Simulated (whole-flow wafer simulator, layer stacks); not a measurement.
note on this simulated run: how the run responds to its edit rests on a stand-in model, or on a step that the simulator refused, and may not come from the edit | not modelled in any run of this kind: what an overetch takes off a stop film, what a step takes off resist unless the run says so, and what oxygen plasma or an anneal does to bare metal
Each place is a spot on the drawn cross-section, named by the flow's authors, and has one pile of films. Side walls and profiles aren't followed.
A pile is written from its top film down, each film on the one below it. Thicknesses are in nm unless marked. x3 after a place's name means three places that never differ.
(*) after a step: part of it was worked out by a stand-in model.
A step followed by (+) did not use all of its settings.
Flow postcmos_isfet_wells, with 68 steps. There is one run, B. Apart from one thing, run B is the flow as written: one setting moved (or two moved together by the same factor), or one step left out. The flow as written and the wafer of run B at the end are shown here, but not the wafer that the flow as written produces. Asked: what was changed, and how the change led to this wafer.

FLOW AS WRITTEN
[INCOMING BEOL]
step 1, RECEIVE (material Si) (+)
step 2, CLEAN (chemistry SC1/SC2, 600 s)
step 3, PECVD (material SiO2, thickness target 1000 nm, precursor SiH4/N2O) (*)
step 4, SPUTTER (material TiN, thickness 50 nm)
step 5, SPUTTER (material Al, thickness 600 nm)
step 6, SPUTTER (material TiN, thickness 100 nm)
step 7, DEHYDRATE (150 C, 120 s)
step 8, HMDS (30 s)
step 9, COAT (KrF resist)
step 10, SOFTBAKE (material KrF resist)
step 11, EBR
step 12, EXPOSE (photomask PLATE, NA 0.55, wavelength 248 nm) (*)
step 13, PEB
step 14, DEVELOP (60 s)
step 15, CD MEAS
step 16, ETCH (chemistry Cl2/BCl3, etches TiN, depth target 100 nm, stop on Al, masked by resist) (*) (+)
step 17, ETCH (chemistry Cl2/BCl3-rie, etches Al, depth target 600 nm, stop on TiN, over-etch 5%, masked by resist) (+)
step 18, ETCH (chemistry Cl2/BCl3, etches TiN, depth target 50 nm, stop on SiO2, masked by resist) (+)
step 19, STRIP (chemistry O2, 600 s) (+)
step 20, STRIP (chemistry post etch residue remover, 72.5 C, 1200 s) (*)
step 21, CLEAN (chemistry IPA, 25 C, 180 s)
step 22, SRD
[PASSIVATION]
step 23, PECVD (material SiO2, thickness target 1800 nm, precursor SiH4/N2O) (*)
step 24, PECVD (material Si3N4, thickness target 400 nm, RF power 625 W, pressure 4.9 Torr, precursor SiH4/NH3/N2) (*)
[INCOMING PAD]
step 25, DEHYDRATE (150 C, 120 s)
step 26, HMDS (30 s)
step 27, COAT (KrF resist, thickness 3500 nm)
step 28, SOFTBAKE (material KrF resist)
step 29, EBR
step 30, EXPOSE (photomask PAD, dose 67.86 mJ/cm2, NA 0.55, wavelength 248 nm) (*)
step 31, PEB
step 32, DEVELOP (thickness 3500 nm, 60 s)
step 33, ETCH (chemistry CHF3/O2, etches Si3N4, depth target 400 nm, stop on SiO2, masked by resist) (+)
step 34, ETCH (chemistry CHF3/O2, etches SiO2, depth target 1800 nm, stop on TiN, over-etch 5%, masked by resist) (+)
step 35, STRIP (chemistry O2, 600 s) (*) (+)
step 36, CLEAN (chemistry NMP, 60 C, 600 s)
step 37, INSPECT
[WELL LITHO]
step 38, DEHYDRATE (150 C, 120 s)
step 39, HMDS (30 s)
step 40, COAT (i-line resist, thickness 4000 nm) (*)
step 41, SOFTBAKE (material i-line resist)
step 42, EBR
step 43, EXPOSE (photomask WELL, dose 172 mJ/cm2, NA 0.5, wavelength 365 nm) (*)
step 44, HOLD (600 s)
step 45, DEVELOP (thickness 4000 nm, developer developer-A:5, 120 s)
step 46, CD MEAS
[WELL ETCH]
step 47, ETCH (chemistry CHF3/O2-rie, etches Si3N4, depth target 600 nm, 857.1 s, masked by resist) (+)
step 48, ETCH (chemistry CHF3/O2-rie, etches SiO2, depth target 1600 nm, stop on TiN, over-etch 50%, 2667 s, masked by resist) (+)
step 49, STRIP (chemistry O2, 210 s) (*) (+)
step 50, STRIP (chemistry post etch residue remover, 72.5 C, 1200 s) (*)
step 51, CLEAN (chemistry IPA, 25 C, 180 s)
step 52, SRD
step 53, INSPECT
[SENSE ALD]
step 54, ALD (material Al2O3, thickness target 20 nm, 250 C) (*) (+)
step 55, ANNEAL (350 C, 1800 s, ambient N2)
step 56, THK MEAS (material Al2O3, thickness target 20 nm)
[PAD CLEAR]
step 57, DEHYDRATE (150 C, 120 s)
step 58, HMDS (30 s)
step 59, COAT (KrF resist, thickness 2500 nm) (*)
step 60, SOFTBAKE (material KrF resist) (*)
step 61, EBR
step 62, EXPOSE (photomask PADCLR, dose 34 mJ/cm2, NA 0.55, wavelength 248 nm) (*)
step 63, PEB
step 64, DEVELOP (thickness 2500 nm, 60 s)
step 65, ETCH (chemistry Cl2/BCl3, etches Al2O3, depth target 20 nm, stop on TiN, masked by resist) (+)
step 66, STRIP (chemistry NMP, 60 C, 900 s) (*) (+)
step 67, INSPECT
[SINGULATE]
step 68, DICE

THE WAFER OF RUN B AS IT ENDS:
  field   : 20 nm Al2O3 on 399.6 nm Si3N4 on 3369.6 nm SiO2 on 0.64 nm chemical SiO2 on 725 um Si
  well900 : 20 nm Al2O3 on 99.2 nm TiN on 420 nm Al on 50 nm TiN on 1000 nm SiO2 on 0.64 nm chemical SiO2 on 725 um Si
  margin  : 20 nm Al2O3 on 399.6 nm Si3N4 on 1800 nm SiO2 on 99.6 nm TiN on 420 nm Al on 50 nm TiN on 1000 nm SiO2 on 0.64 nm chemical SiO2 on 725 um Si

What caused this: step 5, SPUTTER: thickness 420 nm was run, whereas the flow has thickness 600 nm.
One can read it off the wafer: well900 has Al 420, and step 5 as written asks for 600 nm.

The path from the change to this, step by step:
  step 5, SPUTTER (material Al, thickness 600 nm)
      field, margin, well900 and 6 more: +420 Al (new film) (in the flow as written it would be: +600 Al (new film))
  step 17, ETCH (chemistry Cl2/BCl3-rie, etches Al, depth target 600 nm, stop on TiN, over-etch 5%, masked by resist) (+)
      margin, well900, well1300, well2000, well3000, pad_rim, pad_clr, pad_open: -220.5 KrF resist (in the flow as written it would be: -300 KrF resist)
      field: -420 Al (all of it) (in the flow as written it would be: -600 Al (all of it))
  step 19, STRIP (chemistry O2, 600 s) (+)
      margin, well900, well1300, well2000, well3000, pad_rim, pad_clr, pad_open: -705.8 KrF resist (all of it) (in the flow as written it would be: -626.3 KrF resist (all of it))
  step 23, PECVD (material SiO2, thickness target 1800 nm, precursor SiH4/N2O) (*)
      field: +2369.6 SiO2 (in the flow as written it would be: +1800 SiO2 (new film), +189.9 void (new film), +559.7 SiO2)
